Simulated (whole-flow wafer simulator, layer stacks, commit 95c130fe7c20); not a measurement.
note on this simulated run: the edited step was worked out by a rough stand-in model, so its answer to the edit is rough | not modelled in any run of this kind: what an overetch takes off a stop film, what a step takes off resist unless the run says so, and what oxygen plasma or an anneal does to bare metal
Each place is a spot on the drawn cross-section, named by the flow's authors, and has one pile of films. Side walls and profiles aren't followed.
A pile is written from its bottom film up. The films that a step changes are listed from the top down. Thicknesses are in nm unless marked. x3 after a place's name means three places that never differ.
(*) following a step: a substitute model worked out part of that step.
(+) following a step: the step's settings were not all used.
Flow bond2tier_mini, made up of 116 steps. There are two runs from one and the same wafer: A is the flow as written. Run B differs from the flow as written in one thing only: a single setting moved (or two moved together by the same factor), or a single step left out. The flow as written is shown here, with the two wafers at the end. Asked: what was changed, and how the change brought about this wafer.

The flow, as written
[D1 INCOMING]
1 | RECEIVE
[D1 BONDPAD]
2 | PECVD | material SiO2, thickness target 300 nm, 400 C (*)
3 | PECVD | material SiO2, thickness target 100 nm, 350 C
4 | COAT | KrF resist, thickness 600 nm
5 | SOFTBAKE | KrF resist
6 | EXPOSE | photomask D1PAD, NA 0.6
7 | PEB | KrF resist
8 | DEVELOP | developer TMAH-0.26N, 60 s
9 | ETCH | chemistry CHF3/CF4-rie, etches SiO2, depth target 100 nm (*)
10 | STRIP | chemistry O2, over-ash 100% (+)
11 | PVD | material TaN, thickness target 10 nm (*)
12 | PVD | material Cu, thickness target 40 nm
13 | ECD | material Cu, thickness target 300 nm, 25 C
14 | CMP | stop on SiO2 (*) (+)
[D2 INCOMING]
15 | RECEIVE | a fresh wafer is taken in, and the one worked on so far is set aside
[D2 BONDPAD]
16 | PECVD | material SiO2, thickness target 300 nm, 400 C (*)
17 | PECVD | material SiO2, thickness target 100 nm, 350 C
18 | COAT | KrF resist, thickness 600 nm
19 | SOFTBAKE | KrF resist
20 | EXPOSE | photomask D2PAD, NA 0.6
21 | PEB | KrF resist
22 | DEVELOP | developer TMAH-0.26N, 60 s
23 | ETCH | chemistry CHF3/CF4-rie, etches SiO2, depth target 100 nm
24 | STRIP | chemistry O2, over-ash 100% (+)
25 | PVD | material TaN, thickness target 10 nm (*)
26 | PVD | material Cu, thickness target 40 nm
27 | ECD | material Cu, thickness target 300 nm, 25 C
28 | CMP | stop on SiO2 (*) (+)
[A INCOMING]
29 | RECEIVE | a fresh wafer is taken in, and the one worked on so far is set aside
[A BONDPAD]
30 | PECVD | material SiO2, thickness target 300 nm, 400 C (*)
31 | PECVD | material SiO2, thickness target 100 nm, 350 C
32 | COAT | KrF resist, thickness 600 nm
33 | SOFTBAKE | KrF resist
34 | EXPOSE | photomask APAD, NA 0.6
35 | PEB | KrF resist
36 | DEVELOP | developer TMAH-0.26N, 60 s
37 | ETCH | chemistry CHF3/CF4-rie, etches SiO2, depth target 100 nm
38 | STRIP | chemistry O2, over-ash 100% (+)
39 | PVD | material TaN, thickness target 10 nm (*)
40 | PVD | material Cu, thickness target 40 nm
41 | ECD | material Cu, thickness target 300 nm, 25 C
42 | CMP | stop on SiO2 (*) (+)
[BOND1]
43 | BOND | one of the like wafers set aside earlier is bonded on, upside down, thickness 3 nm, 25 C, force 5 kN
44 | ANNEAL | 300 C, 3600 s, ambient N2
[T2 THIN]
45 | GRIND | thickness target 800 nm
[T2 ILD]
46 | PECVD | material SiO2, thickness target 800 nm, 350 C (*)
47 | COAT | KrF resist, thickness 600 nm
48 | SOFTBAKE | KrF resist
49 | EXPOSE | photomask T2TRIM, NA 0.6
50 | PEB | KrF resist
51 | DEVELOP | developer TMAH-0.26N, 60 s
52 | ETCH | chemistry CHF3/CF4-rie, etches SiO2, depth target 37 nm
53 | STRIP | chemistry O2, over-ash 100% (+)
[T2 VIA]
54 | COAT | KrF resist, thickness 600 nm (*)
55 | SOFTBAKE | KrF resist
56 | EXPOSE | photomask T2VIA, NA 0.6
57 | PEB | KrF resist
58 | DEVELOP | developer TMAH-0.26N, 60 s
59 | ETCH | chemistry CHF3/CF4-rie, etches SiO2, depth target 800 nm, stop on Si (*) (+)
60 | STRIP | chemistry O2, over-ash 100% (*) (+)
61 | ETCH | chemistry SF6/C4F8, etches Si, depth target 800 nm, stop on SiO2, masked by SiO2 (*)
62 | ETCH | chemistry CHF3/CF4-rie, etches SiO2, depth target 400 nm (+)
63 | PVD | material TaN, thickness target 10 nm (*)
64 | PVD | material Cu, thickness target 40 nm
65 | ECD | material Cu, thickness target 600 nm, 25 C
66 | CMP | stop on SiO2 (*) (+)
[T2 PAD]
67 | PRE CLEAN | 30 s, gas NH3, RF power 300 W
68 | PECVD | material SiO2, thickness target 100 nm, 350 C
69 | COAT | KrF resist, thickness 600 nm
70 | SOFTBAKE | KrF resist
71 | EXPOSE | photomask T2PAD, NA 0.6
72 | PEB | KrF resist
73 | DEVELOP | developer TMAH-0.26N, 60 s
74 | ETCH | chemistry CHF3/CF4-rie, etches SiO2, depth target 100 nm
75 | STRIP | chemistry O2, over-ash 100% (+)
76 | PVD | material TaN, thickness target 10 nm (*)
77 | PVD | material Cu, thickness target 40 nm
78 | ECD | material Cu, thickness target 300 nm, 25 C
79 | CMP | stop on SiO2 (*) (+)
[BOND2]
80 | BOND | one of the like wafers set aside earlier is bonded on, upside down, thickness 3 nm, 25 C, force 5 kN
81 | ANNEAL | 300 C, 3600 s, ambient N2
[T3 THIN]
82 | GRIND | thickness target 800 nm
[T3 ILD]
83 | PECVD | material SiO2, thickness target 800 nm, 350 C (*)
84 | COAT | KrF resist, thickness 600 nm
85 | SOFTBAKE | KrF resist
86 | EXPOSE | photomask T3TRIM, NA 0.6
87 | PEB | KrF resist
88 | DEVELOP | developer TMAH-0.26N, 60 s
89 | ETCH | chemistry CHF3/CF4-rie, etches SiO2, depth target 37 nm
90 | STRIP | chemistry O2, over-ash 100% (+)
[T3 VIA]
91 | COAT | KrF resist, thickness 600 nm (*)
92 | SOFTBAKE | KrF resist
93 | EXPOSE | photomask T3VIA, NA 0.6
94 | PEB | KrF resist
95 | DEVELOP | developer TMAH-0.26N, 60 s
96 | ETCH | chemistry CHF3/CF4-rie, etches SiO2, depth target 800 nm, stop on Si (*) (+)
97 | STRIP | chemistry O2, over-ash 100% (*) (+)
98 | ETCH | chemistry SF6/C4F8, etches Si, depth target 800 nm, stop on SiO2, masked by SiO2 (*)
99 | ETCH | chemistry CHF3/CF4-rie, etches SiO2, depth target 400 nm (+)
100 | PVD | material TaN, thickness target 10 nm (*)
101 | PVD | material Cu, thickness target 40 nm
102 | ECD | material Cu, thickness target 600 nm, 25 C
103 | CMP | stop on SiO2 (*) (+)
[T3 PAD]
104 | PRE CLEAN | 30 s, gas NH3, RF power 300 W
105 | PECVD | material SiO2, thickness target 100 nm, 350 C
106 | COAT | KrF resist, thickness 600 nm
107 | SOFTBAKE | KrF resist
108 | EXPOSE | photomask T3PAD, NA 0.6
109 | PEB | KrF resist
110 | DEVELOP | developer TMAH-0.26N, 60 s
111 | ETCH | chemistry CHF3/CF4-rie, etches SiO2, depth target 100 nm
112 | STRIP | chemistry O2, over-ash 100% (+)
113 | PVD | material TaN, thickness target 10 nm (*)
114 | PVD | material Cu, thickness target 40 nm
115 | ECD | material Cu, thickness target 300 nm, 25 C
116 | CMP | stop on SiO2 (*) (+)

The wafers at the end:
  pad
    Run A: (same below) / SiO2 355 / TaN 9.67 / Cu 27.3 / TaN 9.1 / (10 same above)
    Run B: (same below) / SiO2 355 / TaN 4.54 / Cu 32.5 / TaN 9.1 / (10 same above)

What caused this: step 63, PVD: thickness target 4.7 nm was run, though the flow has thickness target 10 nm.

How this came from the change, step by step:
  63 | PVD | material TaN, thickness target 10 nm (*)
      field: A TaN gains 10 (new film) | B TaN gains 4.7 (new film)
      pad: A TaN gains 9.67 (new film) | B TaN gains 4.54 (new film)
  66 | CMP | stop on SiO2 (*) (+)
      field: A Cu loses 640 (all of it), TaN loses 10 (all of it) | B Cu loses 640 (all of it), TaN loses 4.7 (all of it)
